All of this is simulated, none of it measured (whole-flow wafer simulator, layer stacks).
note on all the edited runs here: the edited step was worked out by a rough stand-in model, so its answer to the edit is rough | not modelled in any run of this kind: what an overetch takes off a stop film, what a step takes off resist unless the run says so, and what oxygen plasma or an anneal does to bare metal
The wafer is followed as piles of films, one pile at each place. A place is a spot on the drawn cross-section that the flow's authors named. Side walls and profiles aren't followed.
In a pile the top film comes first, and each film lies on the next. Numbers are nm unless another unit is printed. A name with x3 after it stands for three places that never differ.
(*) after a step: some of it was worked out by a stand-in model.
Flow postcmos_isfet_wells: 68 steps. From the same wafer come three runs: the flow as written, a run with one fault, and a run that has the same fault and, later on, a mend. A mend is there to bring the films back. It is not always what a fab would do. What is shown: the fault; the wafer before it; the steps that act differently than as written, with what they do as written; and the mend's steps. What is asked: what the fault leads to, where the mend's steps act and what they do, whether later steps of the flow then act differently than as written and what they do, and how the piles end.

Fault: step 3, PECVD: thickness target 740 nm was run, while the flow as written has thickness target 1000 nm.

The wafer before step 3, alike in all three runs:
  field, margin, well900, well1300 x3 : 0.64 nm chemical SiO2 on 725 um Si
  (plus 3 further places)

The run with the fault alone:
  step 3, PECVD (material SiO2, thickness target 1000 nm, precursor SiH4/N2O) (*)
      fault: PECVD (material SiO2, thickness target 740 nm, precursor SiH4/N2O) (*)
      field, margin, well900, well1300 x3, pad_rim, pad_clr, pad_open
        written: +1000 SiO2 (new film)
        fault: +740 SiO2 (new film)
  Later steps of the flow that are run all act as written at every place that is followed.
  The piles end different from the flow's at field, margin, well900, well1300 x3, pad_rim, pad_clr, pad_open by more than 2% or 0.5 nm, whichever is larger.
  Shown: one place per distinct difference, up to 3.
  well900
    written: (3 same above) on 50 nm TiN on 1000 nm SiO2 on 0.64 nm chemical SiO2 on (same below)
    fault: (3 same above) on 50 nm TiN on 740 nm SiO2 on 0.64 nm chemical SiO2 on (same below)
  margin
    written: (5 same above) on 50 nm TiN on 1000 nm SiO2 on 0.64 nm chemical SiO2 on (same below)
    fault: (5 same above) on 50 nm TiN on 740 nm SiO2 on 0.64 nm chemical SiO2 on (same below)
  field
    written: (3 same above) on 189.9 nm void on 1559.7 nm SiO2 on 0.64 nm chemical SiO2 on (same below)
    fault: (3 same above) on 189.9 nm void on 1299.7 nm SiO2 on 0.64 nm chemical SiO2 on (same below)

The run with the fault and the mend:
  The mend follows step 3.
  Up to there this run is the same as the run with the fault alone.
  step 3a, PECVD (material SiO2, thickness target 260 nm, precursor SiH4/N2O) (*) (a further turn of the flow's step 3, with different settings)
      field, margin, well900, well1300 x3, pad_rim, pad_clr, pad_open
        +260 SiO2
  Later steps of the flow that are run all act as written at every place that is followed.
  At every place that both follow, the piles at the end match the flow's.
